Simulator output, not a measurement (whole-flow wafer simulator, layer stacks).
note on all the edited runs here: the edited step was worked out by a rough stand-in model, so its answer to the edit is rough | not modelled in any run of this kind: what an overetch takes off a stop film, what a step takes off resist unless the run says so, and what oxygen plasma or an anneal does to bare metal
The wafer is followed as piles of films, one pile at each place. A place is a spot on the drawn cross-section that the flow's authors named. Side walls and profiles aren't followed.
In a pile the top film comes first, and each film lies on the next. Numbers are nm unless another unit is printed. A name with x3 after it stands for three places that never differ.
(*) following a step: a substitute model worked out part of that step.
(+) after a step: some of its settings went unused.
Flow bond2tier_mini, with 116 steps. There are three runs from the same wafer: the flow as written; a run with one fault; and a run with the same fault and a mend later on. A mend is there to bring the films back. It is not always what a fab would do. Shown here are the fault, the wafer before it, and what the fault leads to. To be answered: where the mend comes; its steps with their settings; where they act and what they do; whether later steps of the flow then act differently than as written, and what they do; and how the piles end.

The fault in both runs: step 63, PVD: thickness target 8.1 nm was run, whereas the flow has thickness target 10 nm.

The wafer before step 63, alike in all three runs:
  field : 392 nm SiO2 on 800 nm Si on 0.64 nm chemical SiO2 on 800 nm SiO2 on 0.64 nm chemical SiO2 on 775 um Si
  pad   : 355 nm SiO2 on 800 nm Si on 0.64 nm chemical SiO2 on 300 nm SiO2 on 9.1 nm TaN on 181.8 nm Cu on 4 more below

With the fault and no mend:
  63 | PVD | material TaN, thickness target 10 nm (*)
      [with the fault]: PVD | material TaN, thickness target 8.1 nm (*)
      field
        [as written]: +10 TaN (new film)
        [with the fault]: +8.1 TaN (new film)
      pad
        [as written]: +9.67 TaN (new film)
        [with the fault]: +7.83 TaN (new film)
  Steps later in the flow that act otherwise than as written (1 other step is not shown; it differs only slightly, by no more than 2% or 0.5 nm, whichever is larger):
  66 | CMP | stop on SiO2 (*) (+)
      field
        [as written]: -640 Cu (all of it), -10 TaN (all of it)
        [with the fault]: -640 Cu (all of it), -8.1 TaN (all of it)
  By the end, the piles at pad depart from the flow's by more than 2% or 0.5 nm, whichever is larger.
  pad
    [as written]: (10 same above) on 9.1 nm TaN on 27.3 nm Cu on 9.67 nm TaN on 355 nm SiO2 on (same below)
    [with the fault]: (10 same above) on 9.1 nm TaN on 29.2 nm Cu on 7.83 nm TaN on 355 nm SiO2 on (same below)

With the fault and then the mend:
  After step 63 comes the mend.
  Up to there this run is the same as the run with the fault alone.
  63a | PVD | material TaN, thickness target 1.9 nm (*) (the flow's step 63 again, with other settings)
      field
        +1.9 TaN
      pad
        +1.84 TaN
  Every later step of the flow that is run acts as written at every place that is followed.
  The piles end the same as the flow's at every place that both follow.
